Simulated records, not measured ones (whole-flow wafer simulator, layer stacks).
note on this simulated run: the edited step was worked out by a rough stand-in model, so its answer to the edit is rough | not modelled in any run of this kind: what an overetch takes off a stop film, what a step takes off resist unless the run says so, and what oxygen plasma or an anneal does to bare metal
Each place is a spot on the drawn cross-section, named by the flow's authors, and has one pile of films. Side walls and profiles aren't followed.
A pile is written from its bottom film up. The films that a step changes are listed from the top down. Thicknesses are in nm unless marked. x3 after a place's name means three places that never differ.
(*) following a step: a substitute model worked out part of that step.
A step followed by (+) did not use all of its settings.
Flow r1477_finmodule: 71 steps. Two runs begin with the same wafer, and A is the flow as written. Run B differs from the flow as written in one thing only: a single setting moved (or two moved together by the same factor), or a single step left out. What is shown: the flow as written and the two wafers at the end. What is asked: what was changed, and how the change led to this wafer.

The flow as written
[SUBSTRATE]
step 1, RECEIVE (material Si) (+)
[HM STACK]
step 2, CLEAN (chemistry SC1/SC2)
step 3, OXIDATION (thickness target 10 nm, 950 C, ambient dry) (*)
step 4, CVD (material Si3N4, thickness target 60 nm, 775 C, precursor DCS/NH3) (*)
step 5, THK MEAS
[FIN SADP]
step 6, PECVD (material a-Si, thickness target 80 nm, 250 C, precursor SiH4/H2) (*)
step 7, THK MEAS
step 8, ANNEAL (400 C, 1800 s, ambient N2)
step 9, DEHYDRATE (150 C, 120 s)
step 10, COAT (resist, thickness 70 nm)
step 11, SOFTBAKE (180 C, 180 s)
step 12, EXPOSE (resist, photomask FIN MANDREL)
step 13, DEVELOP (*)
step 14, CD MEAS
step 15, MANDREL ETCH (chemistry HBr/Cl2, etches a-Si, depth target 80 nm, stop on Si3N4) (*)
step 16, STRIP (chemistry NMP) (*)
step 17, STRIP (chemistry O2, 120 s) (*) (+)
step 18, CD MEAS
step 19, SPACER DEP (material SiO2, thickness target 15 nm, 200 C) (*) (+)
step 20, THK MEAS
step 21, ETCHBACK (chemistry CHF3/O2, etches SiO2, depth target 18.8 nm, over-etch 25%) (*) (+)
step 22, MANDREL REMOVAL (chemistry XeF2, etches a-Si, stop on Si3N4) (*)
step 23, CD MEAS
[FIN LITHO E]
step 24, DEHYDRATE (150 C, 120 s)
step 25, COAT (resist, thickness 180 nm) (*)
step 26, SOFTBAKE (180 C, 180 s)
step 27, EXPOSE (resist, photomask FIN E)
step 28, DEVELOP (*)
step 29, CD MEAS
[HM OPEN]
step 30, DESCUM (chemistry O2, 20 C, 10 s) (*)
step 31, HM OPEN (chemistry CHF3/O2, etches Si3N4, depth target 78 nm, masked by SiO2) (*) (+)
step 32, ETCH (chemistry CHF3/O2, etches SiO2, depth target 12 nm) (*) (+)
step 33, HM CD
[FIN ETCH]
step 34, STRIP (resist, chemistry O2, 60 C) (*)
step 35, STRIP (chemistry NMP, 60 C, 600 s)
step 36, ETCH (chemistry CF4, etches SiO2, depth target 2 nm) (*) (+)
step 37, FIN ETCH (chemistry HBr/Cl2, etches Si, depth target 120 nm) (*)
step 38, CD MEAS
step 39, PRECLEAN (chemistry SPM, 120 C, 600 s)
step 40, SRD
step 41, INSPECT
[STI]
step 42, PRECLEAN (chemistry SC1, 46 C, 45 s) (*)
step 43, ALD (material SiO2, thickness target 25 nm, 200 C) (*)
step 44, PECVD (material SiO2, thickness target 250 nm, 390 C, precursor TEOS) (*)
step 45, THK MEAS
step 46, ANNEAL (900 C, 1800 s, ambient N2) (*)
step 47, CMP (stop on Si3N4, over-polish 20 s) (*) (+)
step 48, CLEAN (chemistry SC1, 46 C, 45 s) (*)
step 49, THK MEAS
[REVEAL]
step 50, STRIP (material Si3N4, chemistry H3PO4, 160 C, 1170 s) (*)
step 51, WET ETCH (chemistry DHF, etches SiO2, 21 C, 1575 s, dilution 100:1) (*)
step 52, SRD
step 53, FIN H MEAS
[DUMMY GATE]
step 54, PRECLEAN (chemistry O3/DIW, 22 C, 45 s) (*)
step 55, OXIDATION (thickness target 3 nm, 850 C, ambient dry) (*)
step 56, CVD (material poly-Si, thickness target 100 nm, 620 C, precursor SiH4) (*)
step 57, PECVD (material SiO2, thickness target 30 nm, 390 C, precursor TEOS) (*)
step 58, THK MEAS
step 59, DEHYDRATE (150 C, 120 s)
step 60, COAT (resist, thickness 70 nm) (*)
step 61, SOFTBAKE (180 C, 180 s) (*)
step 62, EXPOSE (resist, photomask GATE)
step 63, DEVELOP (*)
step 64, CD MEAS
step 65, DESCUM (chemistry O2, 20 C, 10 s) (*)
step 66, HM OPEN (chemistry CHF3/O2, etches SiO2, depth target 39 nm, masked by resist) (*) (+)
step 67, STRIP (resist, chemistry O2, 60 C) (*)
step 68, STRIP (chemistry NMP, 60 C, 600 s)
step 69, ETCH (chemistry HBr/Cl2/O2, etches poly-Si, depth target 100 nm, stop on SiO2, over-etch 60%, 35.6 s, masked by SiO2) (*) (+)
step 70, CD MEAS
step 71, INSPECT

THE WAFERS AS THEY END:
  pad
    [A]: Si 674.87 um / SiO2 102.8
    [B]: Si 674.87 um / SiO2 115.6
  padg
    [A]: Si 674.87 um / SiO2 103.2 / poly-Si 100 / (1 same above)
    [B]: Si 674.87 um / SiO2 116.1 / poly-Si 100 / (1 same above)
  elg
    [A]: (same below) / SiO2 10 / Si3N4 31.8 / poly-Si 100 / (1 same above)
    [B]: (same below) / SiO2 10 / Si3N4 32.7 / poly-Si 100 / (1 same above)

The reason: step 51, WET ETCH: 1339 s was run, whereas the flow has 1575 s.

Step by step, how the change led to this:
  step 51, WET ETCH (chemistry DHF, etches SiO2, 21 C, 1575 s, dilution 100:1) (*)
      pad, padg, e40sg and 12 more: A -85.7 SiO2 | B -72.8 SiO2
      elg, e40lg, e100lg, e200lg, elo, e40lo, e100lo, e200lo: A -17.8 SiO2 (all of it), -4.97 Si3N4 | B -17.8 SiO2 (all of it), -4.01 Si3N4
      (and at 7 other places as well)
  step 56, CVD (material poly-Si, thickness target 100 nm, 620 C, precursor SiH4) (*)
      s40cg, s40co: A +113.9 poly-Si (new film) | B +102.1 poly-Si (new film)
      s45cg, s45co: A +113.4 poly-Si (new film) | B +101.5 poly-Si (new film)
      (and at 3 other places as well)
  step 60, COAT (resist, thickness 70 nm) (*)
      e40sg, eso, e40so: A +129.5 resist (new film) | B +118.2 resist (new film)
      e100sg, e100so: A +129.4 resist (new film) | B +118.2 resist (new film)
      (and at 8 other places as well)
  step 63, DEVELOP (*)
      eso, e40so: A -129.5 resist (all of it) | B -118.2 resist (all of it)
      e100so: A -129.4 resist (all of it) | B -118.2 resist (all of it)
      (and at 4 other places as well)
  step 67, STRIP (resist, chemistry O2, 60 C) (*)
      e40lg, e100lg, e200lg: A -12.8 resist (all of it) | B -13.4 resist (all of it)
      e40sg: A -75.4 resist (all of it) | B -64.1 resist (all of it)
      (and at 5 other places as well)
  step 69, ETCH (chemistry HBr/Cl2/O2, etches poly-Si, depth target 100 nm, stop on SiO2, over-etch 60%, 35.6 s, masked by SiO2) (*) (+)
      s40co: A -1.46 chemical SiO2 (all of it), -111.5 poly-Si (all of it), -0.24 SiO2 | B -1.4 chemical SiO2 (all of it), -99.7 poly-Si (all of it), -0.32 SiO2
      s45co: A -1.46 chemical SiO2 (all of it), -110.9 poly-Si (all of it), -0.25 SiO2 | B -1.4 chemical SiO2 (all of it), -99.1 poly-Si (all of it), -0.34 SiO2
      (and at 1 other place as well)
